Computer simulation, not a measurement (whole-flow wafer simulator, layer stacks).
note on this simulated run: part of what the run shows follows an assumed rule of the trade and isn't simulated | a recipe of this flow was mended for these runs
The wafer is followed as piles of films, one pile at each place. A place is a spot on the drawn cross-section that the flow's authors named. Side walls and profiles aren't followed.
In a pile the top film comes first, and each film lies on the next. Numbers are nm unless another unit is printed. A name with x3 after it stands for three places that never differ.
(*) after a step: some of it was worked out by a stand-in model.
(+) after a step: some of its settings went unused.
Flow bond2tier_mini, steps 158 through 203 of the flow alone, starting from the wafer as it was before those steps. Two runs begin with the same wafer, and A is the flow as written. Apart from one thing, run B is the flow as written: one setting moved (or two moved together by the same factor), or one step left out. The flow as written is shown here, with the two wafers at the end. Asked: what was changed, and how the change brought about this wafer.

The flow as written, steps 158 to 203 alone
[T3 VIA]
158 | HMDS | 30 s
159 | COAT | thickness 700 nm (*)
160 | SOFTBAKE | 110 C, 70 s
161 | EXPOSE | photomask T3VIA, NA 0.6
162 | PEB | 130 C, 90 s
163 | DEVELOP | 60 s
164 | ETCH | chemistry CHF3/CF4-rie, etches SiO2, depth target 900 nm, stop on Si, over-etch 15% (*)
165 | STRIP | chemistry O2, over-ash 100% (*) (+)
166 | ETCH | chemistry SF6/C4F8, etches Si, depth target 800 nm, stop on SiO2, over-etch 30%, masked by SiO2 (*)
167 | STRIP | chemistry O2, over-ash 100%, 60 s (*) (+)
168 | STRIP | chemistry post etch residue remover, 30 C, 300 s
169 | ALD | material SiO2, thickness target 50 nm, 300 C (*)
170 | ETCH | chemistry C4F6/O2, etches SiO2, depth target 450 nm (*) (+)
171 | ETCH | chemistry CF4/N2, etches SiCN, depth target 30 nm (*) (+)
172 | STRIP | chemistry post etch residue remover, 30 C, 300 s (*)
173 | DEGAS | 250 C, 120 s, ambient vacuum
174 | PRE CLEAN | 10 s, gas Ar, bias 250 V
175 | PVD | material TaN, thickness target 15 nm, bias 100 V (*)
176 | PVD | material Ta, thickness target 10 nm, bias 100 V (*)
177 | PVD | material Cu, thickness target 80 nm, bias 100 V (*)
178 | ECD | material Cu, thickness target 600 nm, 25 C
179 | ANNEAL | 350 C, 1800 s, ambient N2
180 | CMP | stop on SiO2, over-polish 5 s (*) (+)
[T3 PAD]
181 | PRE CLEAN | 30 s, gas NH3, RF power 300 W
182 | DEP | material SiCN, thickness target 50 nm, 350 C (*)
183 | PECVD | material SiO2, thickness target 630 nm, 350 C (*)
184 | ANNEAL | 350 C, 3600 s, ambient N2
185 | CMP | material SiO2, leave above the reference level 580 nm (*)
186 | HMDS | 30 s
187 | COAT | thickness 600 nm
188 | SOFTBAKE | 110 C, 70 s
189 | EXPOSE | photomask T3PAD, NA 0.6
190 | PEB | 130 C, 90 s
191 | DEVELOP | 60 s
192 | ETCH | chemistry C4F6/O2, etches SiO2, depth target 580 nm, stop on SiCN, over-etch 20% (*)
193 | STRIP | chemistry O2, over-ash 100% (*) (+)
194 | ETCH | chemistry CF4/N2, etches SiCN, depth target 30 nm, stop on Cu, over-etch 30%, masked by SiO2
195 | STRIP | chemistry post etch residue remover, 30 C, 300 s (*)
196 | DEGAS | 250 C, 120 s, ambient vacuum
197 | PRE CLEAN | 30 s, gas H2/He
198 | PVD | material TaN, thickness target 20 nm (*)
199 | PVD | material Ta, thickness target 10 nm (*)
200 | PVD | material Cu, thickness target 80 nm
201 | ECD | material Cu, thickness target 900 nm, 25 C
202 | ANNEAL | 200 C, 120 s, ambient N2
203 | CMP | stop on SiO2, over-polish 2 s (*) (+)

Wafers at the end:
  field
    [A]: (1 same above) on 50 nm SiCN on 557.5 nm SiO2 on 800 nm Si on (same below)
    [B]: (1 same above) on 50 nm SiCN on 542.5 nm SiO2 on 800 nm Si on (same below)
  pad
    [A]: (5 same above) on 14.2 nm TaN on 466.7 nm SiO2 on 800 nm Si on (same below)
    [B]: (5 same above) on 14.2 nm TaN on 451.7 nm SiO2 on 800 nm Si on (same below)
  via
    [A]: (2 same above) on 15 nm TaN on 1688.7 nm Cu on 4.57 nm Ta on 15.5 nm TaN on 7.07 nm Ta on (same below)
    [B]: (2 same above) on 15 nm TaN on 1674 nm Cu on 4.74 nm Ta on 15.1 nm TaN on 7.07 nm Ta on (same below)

Cause: step 169, ALD: thickness target 35 nm was run, whereas the flow has thickness target 50 nm.

Step by step, how the change led to this:
  169 | ALD | material SiO2, thickness target 50 nm, 300 C (*)
      field, pad, via: A SiO2 gains 50 | B SiO2 gains 35
  170 | ETCH | chemistry C4F6/O2, etches SiO2, depth target 450 nm (*) (+)
      via: A SiO2 loses 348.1 (all of it), SiCN loses 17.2 | B SiO2 loses 333.1 (all of it), SiCN loses 19.7
  171 | ETCH | chemistry CF4/N2, etches SiCN, depth target 30 nm (*) (+)
      via: A SiCN loses 17.6 (all of it), TaN loses 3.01 | B SiCN loses 15.1 (all of it), TaN loses 3.63
  177 | PVD | material Cu, thickness target 80 nm, bias 100 V (*)
      via: A Cu gains 35 (new film) | B Cu gains 36.4 (new film)
